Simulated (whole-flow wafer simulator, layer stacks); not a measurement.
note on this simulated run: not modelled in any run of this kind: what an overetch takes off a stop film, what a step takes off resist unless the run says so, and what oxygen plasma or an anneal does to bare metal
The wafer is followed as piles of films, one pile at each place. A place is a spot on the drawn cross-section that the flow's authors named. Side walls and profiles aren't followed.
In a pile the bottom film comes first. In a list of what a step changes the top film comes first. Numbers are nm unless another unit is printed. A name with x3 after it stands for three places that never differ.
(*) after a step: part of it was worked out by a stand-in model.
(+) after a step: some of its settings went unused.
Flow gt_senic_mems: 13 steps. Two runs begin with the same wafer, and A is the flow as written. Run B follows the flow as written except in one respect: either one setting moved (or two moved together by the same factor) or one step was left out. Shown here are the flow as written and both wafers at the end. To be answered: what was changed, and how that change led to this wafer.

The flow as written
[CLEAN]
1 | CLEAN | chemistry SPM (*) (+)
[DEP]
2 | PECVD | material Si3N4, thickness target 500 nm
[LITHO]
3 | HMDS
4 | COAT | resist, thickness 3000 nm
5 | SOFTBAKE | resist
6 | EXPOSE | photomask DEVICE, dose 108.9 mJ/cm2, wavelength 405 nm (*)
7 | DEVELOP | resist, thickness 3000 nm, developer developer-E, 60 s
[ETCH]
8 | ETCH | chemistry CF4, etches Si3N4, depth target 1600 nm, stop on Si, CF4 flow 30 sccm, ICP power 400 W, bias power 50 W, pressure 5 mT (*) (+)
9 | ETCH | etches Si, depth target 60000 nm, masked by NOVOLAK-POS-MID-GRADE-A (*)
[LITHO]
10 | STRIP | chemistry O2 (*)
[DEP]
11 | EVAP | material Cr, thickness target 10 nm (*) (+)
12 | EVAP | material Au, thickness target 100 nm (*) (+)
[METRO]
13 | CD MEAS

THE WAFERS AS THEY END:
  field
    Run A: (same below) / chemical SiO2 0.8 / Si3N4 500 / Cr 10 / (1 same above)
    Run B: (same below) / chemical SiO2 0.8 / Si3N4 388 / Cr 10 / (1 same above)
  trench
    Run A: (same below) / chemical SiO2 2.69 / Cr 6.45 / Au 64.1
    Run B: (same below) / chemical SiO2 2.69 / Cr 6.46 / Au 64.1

The reason: step 2, PECVD: thickness target 388 nm was run, while the flow as written has thickness target 500 nm.
The wafer lets one read it off: field has Si3N4 388, and step 2 as written asks for 500 nm.

How this came from the change, step by step:
  2 | PECVD | material Si3N4, thickness target 500 nm
      field, trench: A +500 Si3N4 (new film) | B +388 Si3N4 (new film)
  8 | ETCH | chemistry CF4, etches Si3N4, depth target 1600 nm, stop on Si, CF4 flow 30 sccm, ICP power 400 W, bias power 50 W, pressure 5 mT (*) (+)
      field: A -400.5 resist | B -325.9 resist
      trench: A -500 Si3N4 (all of it), -0.8 chemical SiO2 (all of it) | B -388 Si3N4 (all of it), -0.8 chemical SiO2 (all of it)
  10 | STRIP | chemistry O2 (*)
      field: A -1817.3 resist (all of it) | B -1892 resist (all of it)
